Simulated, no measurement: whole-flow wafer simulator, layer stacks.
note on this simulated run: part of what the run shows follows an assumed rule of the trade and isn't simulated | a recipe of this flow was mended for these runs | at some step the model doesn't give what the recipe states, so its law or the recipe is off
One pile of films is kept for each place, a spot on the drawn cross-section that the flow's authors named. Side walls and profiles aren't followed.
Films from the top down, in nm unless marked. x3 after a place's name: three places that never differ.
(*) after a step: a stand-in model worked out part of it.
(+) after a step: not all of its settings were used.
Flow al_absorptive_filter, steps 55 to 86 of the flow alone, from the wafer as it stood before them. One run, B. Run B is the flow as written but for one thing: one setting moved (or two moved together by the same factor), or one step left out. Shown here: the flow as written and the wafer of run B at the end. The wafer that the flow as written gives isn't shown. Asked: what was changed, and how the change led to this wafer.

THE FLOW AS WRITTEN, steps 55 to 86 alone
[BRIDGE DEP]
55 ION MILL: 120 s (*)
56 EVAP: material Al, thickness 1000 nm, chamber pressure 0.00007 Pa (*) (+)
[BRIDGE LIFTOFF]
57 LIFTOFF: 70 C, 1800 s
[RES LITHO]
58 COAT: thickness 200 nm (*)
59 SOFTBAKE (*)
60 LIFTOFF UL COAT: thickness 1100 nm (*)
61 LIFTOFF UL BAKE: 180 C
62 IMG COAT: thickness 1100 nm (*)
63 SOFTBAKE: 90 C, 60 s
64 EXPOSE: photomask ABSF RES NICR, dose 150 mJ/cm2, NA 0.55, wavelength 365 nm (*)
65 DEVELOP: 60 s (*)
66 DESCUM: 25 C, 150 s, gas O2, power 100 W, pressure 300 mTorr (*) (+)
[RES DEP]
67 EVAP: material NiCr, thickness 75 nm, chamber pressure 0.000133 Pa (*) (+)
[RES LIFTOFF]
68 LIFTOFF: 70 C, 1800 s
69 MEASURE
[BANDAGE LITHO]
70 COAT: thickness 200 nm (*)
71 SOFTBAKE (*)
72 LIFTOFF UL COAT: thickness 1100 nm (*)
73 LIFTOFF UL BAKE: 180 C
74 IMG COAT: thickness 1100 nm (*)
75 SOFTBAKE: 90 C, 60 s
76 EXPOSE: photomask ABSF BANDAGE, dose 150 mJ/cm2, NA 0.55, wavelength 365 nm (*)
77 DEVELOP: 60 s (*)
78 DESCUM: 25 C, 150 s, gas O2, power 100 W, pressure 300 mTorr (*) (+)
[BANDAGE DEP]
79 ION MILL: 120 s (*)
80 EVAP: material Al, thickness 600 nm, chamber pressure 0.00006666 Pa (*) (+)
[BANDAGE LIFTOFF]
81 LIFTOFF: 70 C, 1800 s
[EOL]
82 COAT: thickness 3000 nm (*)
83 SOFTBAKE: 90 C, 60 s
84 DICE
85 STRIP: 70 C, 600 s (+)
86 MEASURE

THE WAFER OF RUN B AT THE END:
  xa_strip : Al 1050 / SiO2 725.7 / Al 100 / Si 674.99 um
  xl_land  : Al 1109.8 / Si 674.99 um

The cause: step 56, EVAP: thickness 1050 nm was run, where the flow has thickness 1000 nm.
It can be read off the wafer: xa_strip has Al 1050, and step 56 as written asks for 1000 nm.

How the change led to this, step by step:
  56 EVAP: material Al, thickness 1000 nm, chamber pressure 0.00007 Pa (*) (+)
      gnd, pad_far, pad_near and 10 more: Al +1050 (new film) (as written it would be: Al +1000 (new film))
      xl_land: Al +1050 (as written it would be: Al +1000)
  57 LIFTOFF: 70 C, 1800 s
      gnd, xa_field, idc_field: Al -1050 (all of it), i-line-resist -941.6 (all of it), lift-off-underlayer -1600 (all of it), acrylic-e-beam-resist -200 (all of it) (as written it would be: Al -1000 (all of it), i-line-resist -941.6 (all of it), lift-off-underlayer -1600 (all of it), acrylic-e-beam-resist -200 (all of it))
      pad_far: Al -1050 (all of it), i-line-resist -940.5 (all of it), lift-off-underlayer -1591.1 (all of it), acrylic-e-beam-resist -198.5 (all of it) (as written it would be: Al -1000 (all of it), i-line-resist -940.5 (all of it), lift-off-underlayer -1591.1 (all of it), acrylic-e-beam-resist -198.5 (all of it))
      (and at 6 more places)
  58 COAT: thickness 200 nm (*)
      xa_margin: acrylic-e-beam-resist +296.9 (new film) (as written it would be: acrylic-e-beam-resist +288.1 (new film))
      xa_strip: acrylic-e-beam-resist +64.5 (new film) (as written it would be: acrylic-e-beam-resist +66.9 (new film))
  60 LIFTOFF UL COAT: thickness 1100 nm (*)
      xa_strip: lift-off-underlayer +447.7 (new film) (as written it would be: lift-off-underlayer +459.8 (new film))
  62 IMG COAT: thickness 1100 nm (*)
      xa_strip: i-line-resist +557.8 (new film) (as written it would be: i-line-resist +577.9 (new film))
  68 LIFTOFF: 70 C, 1800 s
      xa_margin: NiCr -75 (all of it), i-line-resist -584.3 (all of it), lift-off-underlayer -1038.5 (all of it), acrylic-e-beam-resist -296.9 (all of it) (as written it would be: NiCr -75 (all of it), i-line-resist -598.1 (all of it), lift-off-underlayer -1021 (all of it), acrylic-e-beam-resist -288.1 (all of it))
      xa_strip: NiCr -75 (all of it), i-line-resist -413.4 (all of it), lift-off-underlayer -447.7 (all of it), acrylic-e-beam-resist -64.5 (all of it) (as written it would be: NiCr -75 (all of it), i-line-resist -433.3 (all of it), lift-off-underlayer -459.8 (all of it), acrylic-e-beam-resist -66.9 (all of it))
  70 COAT: thickness 200 nm (*)
      xa_margin: acrylic-e-beam-resist +296.9 (new film) (as written it would be: acrylic-e-beam-resist +288.1 (new film))
      xa_strip: acrylic-e-beam-resist +64.5 (new film) (as written it would be: acrylic-e-beam-resist +66.9 (new film))
  72 LIFTOFF UL COAT: thickness 1100 nm (*)
      xa_strip: lift-off-underlayer +447.7 (new film) (as written it would be: lift-off-underlayer +459.8 (new film))
  74 IMG COAT: thickness 1100 nm (*)
      xa_strip: i-line-resist +557.8 (new film) (as written it would be: i-line-resist +577.9 (new film))
  81 LIFTOFF: 70 C, 1800 s
      xa_margin: Al -600 (all of it), i-line-resist -590.6 (all of it), lift-off-underlayer -1038.5 (all of it), acrylic-e-beam-resist -296.9 (all of it) (as written it would be: Al -600 (all of it), i-line-resist -604.4 (all of it), lift-off-underlayer -1021 (all of it), acrylic-e-beam-resist -288.1 (all of it))
      xa_strip: Al -600 (all of it), i-line-resist -419.7 (all of it), lift-off-underlayer -447.7 (all of it), acrylic-e-beam-resist -64.5 (all of it) (as written it would be: Al -600 (all of it), i-line-resist -439.6 (all of it), lift-off-underlayer -459.8 (all of it), acrylic-e-beam-resist -66.9 (all of it))
  82 COAT: thickness 3000 nm (*)
      xa_strip: i-line-resist +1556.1 (new film) (as written it would be: i-line-resist +1594.3 (new film))
  83 SOFTBAKE: 90 C, 60 s
      xa_margin: i-line-resist -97 (as written it would be: i-line-resist -94.2)
      xa_strip: i-line-resist -120.9 (as written it would be: i-line-resist -117.3)
  85 STRIP: 70 C, 600 s (+)
      xa_strip: i-line-resist -1435.2 (all of it) (as written it would be: i-line-resist -1477 (all of it))
